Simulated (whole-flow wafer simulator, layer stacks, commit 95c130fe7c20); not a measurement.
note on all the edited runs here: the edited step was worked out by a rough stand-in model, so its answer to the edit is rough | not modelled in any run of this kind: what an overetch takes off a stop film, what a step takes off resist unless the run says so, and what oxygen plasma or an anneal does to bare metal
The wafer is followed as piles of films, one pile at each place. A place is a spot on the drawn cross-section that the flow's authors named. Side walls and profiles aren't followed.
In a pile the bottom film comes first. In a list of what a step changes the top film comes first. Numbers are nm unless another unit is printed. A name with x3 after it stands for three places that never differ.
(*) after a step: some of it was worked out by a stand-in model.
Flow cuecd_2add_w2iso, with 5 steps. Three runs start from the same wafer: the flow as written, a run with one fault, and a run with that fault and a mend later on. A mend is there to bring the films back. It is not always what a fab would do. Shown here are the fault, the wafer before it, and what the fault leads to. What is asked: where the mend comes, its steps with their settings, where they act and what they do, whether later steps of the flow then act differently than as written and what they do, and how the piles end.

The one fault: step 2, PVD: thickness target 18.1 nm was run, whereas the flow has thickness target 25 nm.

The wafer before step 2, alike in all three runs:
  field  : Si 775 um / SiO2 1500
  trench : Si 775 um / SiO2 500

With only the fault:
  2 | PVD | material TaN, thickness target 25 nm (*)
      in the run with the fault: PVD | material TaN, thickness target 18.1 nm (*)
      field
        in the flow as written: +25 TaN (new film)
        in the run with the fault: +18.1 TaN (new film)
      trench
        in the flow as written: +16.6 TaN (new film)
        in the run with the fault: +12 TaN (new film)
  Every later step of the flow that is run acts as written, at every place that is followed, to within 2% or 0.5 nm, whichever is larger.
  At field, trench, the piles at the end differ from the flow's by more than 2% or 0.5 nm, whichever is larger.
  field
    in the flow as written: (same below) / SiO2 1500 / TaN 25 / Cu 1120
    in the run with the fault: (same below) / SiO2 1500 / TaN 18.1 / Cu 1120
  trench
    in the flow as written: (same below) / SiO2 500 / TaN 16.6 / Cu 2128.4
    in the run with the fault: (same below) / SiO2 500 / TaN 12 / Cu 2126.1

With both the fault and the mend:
  The mend stands after step 2.
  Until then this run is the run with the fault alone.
  2a | PVD | material TaN, thickness target 6.9 nm (*) (a further turn of the flow's step 2, with different settings)
      field
        +6.9 TaN
      trench
        +4.55 TaN
  Every later step of the flow that is run acts as written at every place that is followed.
  By the end, the piles equal the flow's at every place that both follow.
